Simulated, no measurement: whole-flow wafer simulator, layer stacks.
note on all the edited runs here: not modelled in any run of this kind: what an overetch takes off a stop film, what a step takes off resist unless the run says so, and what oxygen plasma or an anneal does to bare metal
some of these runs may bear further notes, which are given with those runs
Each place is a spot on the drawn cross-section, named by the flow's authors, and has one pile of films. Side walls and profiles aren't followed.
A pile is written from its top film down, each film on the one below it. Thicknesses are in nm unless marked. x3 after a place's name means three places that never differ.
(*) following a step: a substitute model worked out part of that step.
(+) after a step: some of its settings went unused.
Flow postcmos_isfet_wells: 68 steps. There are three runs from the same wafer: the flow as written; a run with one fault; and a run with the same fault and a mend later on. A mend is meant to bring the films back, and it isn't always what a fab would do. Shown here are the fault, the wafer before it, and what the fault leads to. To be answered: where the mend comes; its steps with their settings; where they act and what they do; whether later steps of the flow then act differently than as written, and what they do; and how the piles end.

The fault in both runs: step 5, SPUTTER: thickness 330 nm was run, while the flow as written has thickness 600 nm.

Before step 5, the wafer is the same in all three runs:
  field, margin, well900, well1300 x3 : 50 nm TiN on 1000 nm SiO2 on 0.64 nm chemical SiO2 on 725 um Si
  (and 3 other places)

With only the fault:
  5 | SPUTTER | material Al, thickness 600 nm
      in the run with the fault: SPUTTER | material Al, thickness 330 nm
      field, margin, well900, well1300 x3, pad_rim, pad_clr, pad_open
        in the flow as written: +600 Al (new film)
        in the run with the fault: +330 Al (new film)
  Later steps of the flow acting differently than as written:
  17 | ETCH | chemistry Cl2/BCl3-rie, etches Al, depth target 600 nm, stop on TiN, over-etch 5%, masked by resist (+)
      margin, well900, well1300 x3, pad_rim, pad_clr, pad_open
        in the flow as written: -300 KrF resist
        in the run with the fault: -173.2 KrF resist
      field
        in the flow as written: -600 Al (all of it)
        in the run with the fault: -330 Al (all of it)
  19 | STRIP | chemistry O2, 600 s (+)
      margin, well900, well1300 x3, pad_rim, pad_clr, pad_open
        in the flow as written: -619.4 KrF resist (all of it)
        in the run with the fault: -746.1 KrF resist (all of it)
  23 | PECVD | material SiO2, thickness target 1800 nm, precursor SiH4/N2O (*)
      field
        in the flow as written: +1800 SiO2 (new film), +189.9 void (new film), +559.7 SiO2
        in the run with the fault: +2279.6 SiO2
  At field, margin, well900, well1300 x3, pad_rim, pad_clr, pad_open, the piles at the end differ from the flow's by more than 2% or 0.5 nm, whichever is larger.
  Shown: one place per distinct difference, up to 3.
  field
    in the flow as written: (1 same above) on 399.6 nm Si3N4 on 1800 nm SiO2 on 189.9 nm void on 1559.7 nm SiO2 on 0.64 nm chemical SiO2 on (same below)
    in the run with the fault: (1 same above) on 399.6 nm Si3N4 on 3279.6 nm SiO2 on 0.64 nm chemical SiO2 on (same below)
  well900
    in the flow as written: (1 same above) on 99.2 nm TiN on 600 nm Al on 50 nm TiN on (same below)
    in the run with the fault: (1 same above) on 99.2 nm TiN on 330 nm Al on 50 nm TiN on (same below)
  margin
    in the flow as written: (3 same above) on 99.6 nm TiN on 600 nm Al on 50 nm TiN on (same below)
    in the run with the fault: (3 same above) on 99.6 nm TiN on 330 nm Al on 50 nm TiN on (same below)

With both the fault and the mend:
  The mend follows step 5.
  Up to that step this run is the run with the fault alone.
  5a | SPUTTER | material Al, thickness 270 nm (a further turn of the flow's step 5, with different settings)
      field, margin, well900, well1300 x3, pad_rim, pad_clr, pad_open
        +270 Al
  Every later step of the flow that is run acts as written at every place that is followed.
  The piles end the same as the flow's at every place that both follow.
